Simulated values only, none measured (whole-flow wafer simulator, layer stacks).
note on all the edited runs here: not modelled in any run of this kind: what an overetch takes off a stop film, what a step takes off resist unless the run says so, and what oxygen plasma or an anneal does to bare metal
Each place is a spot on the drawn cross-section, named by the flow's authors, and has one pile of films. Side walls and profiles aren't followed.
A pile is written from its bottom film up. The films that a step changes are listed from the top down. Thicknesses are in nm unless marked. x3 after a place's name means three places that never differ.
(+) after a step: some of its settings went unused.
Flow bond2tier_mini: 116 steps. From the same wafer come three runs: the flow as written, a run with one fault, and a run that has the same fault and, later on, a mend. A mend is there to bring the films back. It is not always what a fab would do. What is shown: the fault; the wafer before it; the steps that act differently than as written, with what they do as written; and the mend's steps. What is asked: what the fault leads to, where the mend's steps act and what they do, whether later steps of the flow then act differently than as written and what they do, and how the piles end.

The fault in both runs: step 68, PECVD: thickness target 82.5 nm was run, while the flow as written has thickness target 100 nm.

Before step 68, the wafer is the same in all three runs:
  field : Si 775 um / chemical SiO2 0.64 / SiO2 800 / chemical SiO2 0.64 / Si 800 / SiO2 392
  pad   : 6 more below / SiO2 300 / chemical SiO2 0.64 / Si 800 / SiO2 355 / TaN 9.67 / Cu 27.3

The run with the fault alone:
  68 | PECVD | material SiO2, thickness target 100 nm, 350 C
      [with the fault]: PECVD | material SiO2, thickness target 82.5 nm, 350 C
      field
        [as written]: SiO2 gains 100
        [with the fault]: SiO2 gains 82.5
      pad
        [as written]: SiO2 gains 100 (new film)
        [with the fault]: SiO2 gains 82.5 (new film)
  Steps further on in the flow that do not act as written (not shown: 2 more steps that differ only slightly, by at most 2% or 0.5 nm, whichever is larger):
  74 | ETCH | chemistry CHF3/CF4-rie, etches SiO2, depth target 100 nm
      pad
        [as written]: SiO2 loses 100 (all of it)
        [with the fault]: SiO2 loses 82.5 (all of it), Cu loses 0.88
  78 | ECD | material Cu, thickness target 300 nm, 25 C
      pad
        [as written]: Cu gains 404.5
        [with the fault]: Cu gains 387.1
  At pad, the piles at the end differ from the flow's by more than 2% or 0.5 nm, whichever is larger.
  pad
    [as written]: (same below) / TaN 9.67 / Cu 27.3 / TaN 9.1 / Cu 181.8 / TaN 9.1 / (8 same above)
    [with the fault]: (same below) / TaN 9.67 / Cu 26.5 / TaN 9.29 / Cu 165 / TaN 9.1 / (8 same above)

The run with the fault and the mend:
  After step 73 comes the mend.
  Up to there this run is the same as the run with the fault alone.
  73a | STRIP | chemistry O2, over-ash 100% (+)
      field
        KrF resist loses 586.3 (all of it)
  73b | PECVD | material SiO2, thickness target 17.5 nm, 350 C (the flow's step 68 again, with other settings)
      field, pad
        SiO2 gains 17.5
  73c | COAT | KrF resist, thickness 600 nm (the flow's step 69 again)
      field, pad
        KrF resist gains 600 (new film)
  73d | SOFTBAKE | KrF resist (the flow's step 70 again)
      leaves every film unchanged at each place that is followed
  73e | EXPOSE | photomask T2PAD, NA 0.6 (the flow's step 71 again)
      leaves every film unchanged at each place that is followed
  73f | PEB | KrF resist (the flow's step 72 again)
      leaves every film unchanged at each place that is followed
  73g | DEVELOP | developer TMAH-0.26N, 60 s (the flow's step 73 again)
      field
        KrF resist loses 13.7
      pad
        KrF resist loses 600 (all of it)
  Later steps of the flow that are run all act as written at every place that is followed.
  At every place that both follow, the piles at the end match the flow's.
